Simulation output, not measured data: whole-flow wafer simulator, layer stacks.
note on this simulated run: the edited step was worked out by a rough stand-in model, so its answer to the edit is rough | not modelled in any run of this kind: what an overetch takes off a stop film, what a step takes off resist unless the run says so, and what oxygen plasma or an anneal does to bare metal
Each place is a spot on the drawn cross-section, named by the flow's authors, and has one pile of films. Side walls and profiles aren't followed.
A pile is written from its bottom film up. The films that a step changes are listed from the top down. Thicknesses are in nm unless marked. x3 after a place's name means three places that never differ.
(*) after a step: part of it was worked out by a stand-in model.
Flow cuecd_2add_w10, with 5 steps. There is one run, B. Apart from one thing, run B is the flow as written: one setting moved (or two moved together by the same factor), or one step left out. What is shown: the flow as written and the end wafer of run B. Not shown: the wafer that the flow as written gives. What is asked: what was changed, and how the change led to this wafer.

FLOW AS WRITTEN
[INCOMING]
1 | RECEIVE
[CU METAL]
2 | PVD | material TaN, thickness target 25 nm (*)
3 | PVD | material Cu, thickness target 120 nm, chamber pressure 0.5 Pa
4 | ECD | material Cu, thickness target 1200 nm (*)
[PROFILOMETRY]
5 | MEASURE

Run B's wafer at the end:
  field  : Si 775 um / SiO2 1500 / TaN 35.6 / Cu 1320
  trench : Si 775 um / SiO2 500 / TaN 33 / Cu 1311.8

Cause: step 2, PVD: thickness target 35.6 nm was run, whereas the flow has thickness target 25 nm.
The wafer itself shows it: field has TaN 35.6, and step 2 as written asks for 25 nm.

Step by step, how the change led to this:
  2 | PVD | material TaN, thickness target 25 nm (*)
      field: +35.6 TaN (new film) (as written it would have been: +25 TaN (new film))
      trench: +33 TaN (new film) (as written it would have been: +23.2 TaN (new film))
